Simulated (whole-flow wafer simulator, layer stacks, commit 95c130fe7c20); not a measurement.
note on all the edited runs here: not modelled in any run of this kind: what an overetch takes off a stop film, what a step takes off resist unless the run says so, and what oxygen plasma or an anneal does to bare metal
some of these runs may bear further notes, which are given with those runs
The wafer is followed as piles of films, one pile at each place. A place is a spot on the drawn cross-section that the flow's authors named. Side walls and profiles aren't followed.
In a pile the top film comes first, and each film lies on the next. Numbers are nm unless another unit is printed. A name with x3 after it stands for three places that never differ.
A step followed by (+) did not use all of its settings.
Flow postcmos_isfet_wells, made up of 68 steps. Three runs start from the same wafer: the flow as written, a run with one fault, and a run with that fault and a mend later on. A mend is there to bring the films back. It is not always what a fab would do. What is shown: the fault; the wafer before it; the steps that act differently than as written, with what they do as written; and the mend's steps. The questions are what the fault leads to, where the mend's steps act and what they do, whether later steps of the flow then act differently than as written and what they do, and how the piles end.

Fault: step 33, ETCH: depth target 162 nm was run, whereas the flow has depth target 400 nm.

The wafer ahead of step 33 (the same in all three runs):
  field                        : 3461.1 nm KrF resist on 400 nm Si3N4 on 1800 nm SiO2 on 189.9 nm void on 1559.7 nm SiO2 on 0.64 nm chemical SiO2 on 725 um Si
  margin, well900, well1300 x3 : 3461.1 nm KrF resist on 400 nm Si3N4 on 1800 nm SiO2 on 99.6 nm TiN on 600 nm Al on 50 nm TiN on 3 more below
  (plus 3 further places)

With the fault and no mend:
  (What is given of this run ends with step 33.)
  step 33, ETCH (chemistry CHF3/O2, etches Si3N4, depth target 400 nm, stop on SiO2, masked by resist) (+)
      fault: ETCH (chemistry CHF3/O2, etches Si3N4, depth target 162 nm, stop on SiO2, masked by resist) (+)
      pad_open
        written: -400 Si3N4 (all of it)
        fault: -162 Si3N4
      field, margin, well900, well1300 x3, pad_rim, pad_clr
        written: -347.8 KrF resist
        fault: -140.9 KrF resist
  The piles after step 33 differ from the flow's at field, margin, well900, well1300 x3, pad_rim, pad_clr, pad_open by more than 2% or 0.5 nm, whichever is larger.
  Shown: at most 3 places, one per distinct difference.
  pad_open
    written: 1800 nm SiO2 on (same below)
    fault: 238 nm Si3N4 on 1800 nm SiO2 on (same below)
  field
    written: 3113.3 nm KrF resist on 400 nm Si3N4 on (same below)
    fault: 3320.3 nm KrF resist on 400 nm Si3N4 on (same below)

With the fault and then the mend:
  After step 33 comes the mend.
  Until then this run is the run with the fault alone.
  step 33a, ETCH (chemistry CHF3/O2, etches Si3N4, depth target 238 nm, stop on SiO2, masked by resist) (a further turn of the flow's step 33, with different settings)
      field, margin, well900, well1300 x3, pad_rim, pad_clr
        -207 KrF resist
      pad_open
        -238 Si3N4 (all of it)
  None of the later steps of the flow acts differently than as written at any place that is followed.
  At every place that both follow, the piles at the end match the flow's.
